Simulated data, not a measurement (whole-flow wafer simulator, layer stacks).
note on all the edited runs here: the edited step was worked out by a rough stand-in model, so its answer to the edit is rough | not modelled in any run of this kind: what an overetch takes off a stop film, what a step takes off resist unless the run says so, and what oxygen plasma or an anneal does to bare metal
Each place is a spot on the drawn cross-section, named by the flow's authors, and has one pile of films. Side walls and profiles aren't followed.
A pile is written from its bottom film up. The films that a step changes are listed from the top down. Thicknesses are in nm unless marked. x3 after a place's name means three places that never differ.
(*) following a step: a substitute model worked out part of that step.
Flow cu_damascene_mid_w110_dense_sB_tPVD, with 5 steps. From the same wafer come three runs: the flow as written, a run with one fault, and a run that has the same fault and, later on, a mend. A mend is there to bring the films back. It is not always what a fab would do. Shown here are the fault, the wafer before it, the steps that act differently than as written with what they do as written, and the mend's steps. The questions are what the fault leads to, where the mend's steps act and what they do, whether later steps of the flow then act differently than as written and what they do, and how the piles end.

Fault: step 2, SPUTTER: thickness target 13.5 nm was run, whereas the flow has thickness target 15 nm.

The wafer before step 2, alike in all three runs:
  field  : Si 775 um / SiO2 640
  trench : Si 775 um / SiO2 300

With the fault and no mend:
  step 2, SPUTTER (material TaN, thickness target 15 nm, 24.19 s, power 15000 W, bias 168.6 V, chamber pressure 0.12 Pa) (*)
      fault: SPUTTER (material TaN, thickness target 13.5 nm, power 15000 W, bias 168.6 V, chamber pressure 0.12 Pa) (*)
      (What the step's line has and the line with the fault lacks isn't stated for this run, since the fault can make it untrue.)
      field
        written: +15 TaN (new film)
        fault: +13.5 TaN (new film)
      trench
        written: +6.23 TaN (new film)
        fault: +5.61 TaN (new film)
  Every later step of the flow that is run acts as written, at every place that is followed, to within 2% or 0.5 nm, whichever is larger.
  At field, trench, the piles at the end differ from the flow's by more than 2% or 0.5 nm, whichever is larger.
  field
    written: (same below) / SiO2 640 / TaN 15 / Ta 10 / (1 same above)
    fault: (same below) / SiO2 640 / TaN 13.5 / Ta 10 / (1 same above)
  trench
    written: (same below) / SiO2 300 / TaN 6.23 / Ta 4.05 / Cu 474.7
    fault: (same below) / SiO2 300 / TaN 5.61 / Ta 4.06 / Cu 473.8

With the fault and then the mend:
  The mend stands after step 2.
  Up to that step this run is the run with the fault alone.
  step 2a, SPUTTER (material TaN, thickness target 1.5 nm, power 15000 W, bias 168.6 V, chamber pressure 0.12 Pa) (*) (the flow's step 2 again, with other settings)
      field
        +1.5 TaN
      trench
        +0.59 TaN
  Every later step of the flow that is run acts as written, at every place that is followed, to within 2% or 0.5 nm, whichever is larger.
  When the end is reached, the piles differ only a little from the flow's at the places that both follow, at most by 2% or 0.5 nm, whichever is larger.
